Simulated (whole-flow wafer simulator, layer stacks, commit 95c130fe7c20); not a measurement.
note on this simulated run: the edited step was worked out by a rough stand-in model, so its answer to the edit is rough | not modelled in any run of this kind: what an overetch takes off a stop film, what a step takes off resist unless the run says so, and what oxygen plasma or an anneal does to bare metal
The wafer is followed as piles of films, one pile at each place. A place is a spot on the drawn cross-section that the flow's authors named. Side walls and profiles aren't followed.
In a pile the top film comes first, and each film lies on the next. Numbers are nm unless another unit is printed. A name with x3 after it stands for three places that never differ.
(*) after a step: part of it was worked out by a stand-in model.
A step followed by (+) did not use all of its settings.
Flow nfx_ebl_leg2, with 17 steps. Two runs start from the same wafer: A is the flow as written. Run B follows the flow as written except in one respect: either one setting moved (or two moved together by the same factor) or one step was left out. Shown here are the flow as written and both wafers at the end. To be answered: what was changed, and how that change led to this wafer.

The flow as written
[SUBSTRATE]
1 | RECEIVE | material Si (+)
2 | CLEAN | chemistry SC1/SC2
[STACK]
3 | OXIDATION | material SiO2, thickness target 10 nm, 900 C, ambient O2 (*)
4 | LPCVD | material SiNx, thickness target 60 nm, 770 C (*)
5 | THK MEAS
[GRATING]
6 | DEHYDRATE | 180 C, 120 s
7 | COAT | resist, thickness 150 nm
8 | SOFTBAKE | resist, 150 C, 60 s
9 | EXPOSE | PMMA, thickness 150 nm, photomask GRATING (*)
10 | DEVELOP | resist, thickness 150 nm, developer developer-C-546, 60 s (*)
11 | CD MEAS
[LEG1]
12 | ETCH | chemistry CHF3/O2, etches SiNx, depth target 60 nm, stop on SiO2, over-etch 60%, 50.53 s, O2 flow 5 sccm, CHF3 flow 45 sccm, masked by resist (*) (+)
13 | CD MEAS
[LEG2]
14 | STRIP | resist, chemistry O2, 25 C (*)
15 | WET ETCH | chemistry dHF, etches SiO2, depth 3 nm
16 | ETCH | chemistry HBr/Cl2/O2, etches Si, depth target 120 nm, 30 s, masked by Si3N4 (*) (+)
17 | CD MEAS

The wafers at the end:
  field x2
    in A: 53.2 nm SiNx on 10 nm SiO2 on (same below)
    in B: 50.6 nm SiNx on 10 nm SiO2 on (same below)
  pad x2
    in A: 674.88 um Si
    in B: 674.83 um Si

Cause: step 16, ETCH: depth target 165 nm was run, though the flow has depth target 120 nm; step 16, ETCH: 41.2 s was run, where the flow has 30 s.

Step by step, how the change led to this:
  16 | ETCH | chemistry HBr/Cl2/O2, etches Si, depth target 120 nm, 30 s, masked by Si3N4 (*) (+)
      field x2: A -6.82 SiNx | B -9.36 SiNx
      pad x2: A -120 Si | B -165 Si
